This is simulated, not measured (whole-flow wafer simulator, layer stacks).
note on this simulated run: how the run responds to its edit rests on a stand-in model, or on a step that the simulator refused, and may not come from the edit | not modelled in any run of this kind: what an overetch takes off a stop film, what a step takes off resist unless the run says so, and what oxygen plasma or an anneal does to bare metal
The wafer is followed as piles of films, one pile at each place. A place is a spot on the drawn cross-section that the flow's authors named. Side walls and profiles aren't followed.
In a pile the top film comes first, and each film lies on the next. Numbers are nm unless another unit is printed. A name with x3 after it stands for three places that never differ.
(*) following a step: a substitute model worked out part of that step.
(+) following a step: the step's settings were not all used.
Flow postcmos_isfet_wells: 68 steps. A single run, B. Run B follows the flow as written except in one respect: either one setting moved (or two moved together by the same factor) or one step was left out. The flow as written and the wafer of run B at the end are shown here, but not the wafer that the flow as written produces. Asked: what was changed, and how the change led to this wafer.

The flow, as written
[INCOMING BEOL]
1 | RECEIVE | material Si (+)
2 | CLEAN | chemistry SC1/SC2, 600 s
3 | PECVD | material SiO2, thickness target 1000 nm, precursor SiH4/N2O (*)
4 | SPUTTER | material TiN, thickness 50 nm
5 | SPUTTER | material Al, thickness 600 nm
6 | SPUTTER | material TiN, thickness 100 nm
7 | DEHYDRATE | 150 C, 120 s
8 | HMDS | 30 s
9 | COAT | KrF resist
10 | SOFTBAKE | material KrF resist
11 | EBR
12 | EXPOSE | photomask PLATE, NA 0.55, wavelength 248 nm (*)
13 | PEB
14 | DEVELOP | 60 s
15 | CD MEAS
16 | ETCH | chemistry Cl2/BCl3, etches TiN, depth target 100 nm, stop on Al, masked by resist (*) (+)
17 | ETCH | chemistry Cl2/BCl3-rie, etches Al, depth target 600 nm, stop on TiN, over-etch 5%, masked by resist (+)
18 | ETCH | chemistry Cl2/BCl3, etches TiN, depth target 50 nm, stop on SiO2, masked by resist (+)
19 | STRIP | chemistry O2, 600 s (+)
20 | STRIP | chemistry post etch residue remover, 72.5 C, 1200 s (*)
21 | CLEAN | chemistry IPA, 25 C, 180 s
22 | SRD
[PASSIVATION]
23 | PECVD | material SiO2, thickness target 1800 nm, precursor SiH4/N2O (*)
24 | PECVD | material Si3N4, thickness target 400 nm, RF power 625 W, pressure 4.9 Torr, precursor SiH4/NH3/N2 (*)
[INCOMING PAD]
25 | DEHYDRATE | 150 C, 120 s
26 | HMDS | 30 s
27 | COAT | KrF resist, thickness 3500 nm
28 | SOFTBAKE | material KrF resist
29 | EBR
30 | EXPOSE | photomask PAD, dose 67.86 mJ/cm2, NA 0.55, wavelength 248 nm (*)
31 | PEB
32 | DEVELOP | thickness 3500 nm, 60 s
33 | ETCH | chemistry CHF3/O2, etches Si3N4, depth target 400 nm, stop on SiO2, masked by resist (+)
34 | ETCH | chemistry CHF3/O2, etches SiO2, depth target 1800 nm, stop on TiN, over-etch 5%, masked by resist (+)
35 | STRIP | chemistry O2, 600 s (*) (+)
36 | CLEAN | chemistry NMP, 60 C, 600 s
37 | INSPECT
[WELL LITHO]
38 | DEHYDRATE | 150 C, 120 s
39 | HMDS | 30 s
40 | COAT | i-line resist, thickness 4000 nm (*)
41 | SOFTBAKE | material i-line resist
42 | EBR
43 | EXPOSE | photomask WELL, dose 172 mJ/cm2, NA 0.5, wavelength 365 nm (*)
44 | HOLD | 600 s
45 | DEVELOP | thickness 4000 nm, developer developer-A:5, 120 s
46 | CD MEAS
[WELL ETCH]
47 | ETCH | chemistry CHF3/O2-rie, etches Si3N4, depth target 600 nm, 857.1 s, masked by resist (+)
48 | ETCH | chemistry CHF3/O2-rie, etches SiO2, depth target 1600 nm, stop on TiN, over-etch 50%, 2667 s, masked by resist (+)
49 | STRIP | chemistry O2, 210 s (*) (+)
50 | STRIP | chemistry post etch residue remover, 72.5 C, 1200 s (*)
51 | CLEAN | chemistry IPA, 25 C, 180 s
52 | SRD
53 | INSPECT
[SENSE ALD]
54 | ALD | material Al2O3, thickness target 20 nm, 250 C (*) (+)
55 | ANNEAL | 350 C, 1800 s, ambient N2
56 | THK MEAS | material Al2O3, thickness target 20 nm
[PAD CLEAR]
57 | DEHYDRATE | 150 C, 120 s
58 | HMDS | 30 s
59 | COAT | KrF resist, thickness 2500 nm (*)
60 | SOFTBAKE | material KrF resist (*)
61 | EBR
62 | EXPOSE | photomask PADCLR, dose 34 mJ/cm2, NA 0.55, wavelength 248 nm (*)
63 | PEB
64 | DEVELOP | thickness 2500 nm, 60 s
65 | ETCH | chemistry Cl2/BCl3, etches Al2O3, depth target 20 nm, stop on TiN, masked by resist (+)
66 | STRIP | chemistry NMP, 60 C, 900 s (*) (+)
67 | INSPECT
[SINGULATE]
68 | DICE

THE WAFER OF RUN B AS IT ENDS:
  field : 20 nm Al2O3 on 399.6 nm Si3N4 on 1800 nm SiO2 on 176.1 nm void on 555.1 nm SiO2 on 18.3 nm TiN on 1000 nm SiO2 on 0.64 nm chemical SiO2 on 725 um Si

The reason: step 18, ETCH: depth target 31.25 nm was run, whereas the flow has depth target 50 nm.

The path from the change to this, step by step:
  18 | ETCH | chemistry Cl2/BCl3, etches TiN, depth target 50 nm, stop on SiO2, masked by resist (+)
      field: -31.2 TiN (it would be, as written: -50 TiN (all of it))
      margin, well900, well1300 x3, pad_rim, pad_clr, pad_open: -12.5 KrF resist (it would be, as written: -20 KrF resist)
  23 | PECVD | material SiO2, thickness target 1800 nm, precursor SiH4/N2O (*)
      field: +1800 SiO2 (new film), +176.1 void (new film), +555.1 SiO2 (new film) (it would be, as written: +1800 SiO2 (new film), +189.9 void (new film), +559.7 SiO2)
If metal films that touch count as one body, field has 1 body; the flow as written gives 0 bodies.
